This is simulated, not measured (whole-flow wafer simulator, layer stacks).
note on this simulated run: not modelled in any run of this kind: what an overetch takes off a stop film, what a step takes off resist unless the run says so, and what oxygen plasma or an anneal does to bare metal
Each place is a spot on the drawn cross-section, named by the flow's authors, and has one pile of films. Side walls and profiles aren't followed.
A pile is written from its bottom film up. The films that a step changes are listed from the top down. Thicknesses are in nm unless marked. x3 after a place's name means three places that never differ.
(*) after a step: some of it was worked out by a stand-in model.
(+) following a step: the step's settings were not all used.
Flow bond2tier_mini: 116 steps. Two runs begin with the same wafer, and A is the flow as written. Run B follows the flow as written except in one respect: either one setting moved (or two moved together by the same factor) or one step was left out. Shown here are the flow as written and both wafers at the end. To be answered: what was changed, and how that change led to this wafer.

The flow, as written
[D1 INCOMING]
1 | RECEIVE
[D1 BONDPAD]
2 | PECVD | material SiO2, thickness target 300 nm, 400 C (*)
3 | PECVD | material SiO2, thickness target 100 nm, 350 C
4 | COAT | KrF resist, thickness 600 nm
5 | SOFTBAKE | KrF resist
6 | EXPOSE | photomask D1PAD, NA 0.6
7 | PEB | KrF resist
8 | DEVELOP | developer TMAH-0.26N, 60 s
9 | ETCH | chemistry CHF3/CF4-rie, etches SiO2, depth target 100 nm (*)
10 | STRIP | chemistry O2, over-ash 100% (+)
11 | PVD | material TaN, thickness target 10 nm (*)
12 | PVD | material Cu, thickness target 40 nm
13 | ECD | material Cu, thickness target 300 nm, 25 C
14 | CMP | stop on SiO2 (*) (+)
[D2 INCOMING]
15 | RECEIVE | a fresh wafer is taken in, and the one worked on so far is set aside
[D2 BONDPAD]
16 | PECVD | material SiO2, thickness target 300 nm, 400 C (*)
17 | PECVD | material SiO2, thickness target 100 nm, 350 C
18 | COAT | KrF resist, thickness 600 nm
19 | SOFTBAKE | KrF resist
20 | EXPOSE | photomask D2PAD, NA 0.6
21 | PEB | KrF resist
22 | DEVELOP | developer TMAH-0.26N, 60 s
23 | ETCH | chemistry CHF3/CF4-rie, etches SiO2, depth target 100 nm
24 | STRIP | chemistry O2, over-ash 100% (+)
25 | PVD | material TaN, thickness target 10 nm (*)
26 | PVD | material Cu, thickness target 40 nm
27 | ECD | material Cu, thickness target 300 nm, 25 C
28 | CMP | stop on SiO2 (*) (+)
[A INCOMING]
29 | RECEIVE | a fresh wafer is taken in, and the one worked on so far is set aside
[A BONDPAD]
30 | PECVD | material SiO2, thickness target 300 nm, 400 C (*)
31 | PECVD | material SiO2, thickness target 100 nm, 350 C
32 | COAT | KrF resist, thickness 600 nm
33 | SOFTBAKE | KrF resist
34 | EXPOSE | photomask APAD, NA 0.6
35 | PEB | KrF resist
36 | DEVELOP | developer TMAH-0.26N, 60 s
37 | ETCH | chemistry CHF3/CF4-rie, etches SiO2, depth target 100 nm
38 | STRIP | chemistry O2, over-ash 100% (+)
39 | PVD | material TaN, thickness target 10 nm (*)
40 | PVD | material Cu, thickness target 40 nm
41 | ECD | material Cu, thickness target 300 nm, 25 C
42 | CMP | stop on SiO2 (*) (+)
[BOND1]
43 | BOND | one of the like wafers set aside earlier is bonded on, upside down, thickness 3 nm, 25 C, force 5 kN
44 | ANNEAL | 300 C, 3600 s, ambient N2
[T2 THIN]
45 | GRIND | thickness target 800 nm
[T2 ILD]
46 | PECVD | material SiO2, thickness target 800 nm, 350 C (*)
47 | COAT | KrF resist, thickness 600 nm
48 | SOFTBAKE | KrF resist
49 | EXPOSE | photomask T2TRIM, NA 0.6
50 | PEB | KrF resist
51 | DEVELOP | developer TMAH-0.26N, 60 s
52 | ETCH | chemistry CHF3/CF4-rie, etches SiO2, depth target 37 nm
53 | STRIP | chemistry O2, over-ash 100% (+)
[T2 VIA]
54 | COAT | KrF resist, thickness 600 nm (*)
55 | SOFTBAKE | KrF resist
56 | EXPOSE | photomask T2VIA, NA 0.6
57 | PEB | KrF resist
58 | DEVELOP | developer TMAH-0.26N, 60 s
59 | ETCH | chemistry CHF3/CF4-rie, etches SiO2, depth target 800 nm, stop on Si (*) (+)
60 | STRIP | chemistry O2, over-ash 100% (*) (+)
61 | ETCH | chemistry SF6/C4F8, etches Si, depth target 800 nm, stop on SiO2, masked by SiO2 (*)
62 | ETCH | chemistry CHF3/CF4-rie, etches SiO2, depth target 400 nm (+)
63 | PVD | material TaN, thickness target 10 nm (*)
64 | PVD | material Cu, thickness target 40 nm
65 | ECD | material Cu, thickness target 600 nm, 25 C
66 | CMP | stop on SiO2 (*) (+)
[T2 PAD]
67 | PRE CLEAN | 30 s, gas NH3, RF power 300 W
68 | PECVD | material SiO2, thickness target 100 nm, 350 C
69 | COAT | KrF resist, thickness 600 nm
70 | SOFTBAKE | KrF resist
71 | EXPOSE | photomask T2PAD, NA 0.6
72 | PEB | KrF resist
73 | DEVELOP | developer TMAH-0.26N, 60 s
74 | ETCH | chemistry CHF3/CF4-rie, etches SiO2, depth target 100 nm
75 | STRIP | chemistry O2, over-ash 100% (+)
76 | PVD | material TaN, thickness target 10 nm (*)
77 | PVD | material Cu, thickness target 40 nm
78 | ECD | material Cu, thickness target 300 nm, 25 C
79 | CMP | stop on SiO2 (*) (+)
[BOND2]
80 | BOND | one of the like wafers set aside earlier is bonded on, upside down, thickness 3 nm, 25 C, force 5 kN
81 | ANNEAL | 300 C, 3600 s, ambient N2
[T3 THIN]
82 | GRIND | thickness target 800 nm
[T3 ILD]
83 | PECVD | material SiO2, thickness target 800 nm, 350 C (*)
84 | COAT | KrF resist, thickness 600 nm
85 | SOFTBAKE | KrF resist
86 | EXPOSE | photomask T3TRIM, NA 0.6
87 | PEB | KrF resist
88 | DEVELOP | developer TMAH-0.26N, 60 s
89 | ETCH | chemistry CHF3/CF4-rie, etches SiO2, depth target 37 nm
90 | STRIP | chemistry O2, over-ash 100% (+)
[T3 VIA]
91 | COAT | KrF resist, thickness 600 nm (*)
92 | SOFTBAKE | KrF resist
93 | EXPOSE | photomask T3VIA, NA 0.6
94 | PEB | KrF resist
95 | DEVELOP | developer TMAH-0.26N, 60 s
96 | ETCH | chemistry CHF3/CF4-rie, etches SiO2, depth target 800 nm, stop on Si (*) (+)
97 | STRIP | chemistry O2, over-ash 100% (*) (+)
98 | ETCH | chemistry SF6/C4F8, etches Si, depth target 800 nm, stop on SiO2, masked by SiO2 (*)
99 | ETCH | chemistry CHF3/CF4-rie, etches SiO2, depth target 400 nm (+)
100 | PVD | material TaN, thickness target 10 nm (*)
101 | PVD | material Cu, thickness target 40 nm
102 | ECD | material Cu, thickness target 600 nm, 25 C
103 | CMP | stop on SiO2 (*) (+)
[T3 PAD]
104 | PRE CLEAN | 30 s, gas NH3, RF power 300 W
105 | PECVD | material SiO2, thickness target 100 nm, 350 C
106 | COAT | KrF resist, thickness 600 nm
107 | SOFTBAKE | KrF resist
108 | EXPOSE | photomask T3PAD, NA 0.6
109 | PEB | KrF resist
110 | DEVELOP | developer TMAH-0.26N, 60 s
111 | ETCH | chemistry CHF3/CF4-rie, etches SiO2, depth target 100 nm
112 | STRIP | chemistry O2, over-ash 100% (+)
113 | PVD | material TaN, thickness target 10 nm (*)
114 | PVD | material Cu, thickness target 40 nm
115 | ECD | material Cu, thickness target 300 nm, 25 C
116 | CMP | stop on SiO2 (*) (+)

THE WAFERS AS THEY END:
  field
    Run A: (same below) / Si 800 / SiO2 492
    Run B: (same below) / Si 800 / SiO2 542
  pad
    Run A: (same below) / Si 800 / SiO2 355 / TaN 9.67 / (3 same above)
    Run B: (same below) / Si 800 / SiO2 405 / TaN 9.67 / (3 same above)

The reason: step 99, ETCH: depth target 350 nm was run, while the flow as written has depth target 400 nm.

How this came from the change, step by step:
  99 | ETCH | chemistry CHF3/CF4-rie, etches SiO2, depth target 400 nm (+)
      field, pad: A SiO2 loses 400 | B SiO2 loses 350
